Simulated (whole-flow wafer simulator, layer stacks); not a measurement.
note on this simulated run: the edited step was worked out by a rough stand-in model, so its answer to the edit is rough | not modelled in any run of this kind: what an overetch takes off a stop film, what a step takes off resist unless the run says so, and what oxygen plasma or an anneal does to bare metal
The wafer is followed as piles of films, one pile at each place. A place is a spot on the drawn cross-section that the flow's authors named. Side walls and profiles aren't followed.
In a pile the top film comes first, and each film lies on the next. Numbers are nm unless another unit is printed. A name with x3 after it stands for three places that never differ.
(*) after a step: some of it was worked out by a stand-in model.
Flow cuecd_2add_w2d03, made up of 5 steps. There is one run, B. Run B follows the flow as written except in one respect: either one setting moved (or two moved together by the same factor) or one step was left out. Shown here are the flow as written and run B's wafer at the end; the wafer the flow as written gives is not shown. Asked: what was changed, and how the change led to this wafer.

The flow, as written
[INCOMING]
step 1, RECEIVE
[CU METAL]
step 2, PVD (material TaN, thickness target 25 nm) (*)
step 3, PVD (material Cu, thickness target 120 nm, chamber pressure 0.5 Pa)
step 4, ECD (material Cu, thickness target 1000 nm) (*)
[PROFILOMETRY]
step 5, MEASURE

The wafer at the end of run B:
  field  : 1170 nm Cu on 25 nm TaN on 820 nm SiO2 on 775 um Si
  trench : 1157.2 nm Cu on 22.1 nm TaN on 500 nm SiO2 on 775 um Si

Cause: step 4, ECD: thickness target 1050 nm was run, while the flow as written has thickness target 1000 nm.

The path from the change to this, step by step:
  step 4, ECD (material Cu, thickness target 1000 nm) (*)
      field, trench: Cu gains 1050 (it would be, as written: Cu gains 1000)
